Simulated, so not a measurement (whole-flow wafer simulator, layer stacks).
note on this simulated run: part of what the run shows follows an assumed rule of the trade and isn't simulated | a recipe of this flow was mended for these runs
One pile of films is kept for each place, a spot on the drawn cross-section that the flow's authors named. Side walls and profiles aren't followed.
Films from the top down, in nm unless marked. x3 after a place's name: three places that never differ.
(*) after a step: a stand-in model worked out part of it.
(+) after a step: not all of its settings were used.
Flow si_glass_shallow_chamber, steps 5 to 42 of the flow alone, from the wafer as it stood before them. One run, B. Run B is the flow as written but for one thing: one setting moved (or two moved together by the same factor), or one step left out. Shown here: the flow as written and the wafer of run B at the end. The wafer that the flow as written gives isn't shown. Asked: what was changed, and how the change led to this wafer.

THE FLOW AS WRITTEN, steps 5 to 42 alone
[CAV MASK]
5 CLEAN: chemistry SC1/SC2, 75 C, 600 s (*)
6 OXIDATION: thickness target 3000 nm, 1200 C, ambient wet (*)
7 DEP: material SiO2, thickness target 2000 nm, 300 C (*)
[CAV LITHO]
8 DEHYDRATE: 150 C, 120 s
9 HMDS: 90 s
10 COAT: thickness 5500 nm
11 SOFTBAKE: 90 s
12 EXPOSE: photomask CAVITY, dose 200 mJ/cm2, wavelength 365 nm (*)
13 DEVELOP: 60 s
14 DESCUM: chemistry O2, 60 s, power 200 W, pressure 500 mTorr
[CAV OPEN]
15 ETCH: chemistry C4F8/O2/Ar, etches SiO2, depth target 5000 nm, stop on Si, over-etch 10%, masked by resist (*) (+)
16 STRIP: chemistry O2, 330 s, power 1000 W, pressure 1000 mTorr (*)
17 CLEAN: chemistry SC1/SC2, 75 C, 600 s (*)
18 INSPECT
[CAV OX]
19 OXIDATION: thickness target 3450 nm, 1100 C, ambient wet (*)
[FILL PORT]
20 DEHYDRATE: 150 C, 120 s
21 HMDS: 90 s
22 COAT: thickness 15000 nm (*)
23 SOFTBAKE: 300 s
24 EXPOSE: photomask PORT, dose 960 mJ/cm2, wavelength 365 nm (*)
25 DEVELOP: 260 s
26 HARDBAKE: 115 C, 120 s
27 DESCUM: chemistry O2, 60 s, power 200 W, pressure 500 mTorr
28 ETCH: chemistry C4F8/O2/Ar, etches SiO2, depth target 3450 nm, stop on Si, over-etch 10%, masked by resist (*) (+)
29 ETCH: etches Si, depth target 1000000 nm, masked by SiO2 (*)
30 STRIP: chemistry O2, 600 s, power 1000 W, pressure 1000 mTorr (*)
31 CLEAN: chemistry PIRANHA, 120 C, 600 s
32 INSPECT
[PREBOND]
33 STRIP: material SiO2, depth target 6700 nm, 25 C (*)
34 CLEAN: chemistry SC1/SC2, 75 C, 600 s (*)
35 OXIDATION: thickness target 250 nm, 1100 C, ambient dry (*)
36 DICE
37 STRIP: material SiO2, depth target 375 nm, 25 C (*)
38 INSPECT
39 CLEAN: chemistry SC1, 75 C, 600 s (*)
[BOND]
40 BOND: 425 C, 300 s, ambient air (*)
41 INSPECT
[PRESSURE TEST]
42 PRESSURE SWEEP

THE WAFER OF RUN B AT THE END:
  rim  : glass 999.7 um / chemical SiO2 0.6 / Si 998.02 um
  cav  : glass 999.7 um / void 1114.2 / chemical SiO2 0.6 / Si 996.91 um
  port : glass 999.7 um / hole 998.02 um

The cause: step 7, DEP: thickness target 1520 nm was run, where the flow has thickness target 2000 nm; step 17, CLEAN: 456 s was run, where the flow has 600 s.

How the change led to this, step by step:
  7 DEP: material SiO2, thickness target 2000 nm, 300 C (*)
      rim, ramp, cav, port, septum, ring: SiO2 +1520 (as written it would be: SiO2 +2000)
  15 ETCH: chemistry C4F8/O2/Ar, etches SiO2, depth target 5000 nm, stop on Si, over-etch 10%, masked by resist (*) (+)
      rim, ramp, septum, ring: thick-i-line-resist -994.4 (as written it would be: thick-i-line-resist -1100)
      cav, port: SiO2 -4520 (all of it), Si -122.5 (as written it would be: SiO2 -5000 (all of it), Si -62.5)
  16 STRIP: chemistry O2, 330 s, power 1000 W, pressure 1000 mTorr (*)
      rim, ramp, septum, ring: thick-i-line-resist -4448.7 (all of it) (as written it would be: thick-i-line-resist -4343.1 (all of it))
  17 CLEAN: chemistry SC1/SC2, 75 C, 600 s (*)
      rim, ramp, septum, ring: SiO2 -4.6 (as written it would be: SiO2 -6.06)
      cav, port: chemical SiO2 -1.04, Si -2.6 (as written it would be: chemical SiO2 -1.04, Si -3.77)
  19 OXIDATION: thickness target 3450 nm, 1100 C, ambient wet (*)
      rim, ramp, septum, ring: SiO2 +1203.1, Si -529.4 (as written it would be: SiO2 +1110.9, Si -488.8)
  22 COAT: thickness 15000 nm (*)
      rim: thick-i-line-resist +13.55 um (new film) (as written it would be: thick-i-line-resist +13.4 um (new film))
      ramp: thick-i-line-resist +13.09 um (new film) (as written it would be: thick-i-line-resist +12.89 um (new film))
      (and at 4 more places)
  23 SOFTBAKE: 300 s
      rim: thick-i-line-resist -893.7 (as written it would be: thick-i-line-resist -997)
      ramp: thick-i-line-resist -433 (as written it would be: thick-i-line-resist -487.1)
      (and at 4 more places)
  25 DEVELOP: 260 s
      port: thick-i-line-resist -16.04 um (all of it) (as written it would be: thick-i-line-resist -16.16 um (all of it))
  26 HARDBAKE: 115 C, 120 s
      rim, ramp: thick-i-line-resist -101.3 (as written it would be: thick-i-line-resist -98.2)
  29 ETCH: etches Si, depth target 1000000 nm, masked by SiO2 (*)
      rim, ramp: thick-i-line-resist -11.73 um (all of it), SiO2 -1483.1 (as written it would be: thick-i-line-resist -11.47 um (all of it), SiO2 -1617.3)
      port: hole +996.99 um (new film), Si -996.99 um (all of it) (as written it would be: hole +997.05 um (new film), Si -997.05 um (all of it))
      (and at 2 more places)
  30 STRIP: chemistry O2, 600 s, power 1000 W, pressure 1000 mTorr (*)
      cav: thick-i-line-resist -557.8 (all of it) (as written it would be: thick-i-line-resist -669.6 (all of it))
  33 STRIP: material SiO2, depth target 6700 nm, 25 C (*)
      rim, ramp: SiO2 -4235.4 (all of it) (as written it would be: SiO2 -4487.5 (all of it))
      septum: SiO2 -5357.5 (all of it) (as written it would be: SiO2 -5732.1 (all of it))
      (and at 1 more place)
